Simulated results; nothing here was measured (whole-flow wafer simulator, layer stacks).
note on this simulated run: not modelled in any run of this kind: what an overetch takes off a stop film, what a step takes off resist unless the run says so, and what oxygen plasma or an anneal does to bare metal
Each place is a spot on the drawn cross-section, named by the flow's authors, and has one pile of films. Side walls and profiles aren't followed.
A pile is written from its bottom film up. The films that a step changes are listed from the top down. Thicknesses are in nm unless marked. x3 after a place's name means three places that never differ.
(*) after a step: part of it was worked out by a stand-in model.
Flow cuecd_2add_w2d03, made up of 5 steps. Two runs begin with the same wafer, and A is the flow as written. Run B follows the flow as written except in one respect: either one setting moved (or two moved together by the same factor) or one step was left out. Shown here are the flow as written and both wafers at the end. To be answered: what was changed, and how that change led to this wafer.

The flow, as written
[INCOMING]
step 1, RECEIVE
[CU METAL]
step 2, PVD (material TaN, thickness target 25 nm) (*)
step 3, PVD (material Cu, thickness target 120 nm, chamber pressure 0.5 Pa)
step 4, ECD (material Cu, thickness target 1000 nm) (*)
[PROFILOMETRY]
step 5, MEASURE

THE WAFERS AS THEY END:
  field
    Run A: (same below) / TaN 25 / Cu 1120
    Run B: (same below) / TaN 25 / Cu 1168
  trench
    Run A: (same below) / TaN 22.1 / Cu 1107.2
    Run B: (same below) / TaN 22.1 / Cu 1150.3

The reason: step 3, PVD: thickness target 168 nm was run, whereas the flow has thickness target 120 nm.

The path from the change to this, step by step:
  step 3, PVD (material Cu, thickness target 120 nm, chamber pressure 0.5 Pa)
      field: A +120 Cu (new film) | B +168 Cu (new film)
      trench: A +107.2 Cu (new film) | B +150.3 Cu (new film)
